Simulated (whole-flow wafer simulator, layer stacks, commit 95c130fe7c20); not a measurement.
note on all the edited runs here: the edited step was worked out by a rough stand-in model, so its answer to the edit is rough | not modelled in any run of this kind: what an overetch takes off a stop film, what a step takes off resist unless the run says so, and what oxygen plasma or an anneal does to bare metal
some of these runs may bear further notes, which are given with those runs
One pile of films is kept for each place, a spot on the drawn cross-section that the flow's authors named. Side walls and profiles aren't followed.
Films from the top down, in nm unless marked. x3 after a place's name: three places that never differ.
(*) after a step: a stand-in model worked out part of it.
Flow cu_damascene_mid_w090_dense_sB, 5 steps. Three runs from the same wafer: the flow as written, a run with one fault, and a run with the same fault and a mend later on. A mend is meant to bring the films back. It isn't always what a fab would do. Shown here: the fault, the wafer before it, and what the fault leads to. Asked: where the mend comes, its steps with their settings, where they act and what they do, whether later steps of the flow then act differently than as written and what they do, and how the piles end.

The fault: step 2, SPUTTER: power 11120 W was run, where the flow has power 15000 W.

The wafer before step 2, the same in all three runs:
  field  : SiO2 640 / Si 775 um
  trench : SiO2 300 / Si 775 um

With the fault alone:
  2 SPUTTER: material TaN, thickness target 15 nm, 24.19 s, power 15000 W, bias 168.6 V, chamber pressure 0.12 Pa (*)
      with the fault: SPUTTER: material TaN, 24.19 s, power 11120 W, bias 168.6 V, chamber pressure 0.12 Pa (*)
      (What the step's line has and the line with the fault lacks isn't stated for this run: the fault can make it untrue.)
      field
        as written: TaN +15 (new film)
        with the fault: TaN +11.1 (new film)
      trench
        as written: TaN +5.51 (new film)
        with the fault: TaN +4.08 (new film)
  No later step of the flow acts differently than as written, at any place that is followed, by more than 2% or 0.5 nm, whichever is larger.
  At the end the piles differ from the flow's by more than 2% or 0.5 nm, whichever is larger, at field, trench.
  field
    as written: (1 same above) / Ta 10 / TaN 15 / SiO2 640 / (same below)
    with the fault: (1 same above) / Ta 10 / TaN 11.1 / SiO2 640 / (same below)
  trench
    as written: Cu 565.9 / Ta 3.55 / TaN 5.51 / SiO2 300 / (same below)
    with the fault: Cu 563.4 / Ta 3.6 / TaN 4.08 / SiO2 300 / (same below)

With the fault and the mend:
  The mend comes after step 2.
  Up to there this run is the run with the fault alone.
  2a SPUTTER: material TaN, thickness target 3.9 nm, 6.261 s, power 15000 W, bias 168.6 V, chamber pressure 0.12 Pa (*) (the flow's step 2 once more, with other settings)
      field
        TaN +3.9
      trench
        TaN +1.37
  No later step of the flow acts differently than as written, at any place that is followed, by more than 2% or 0.5 nm, whichever is larger.
  At the end the piles differ from the flow's only slightly at the places that both follow, by at most 2% or 0.5 nm, whichever is larger.
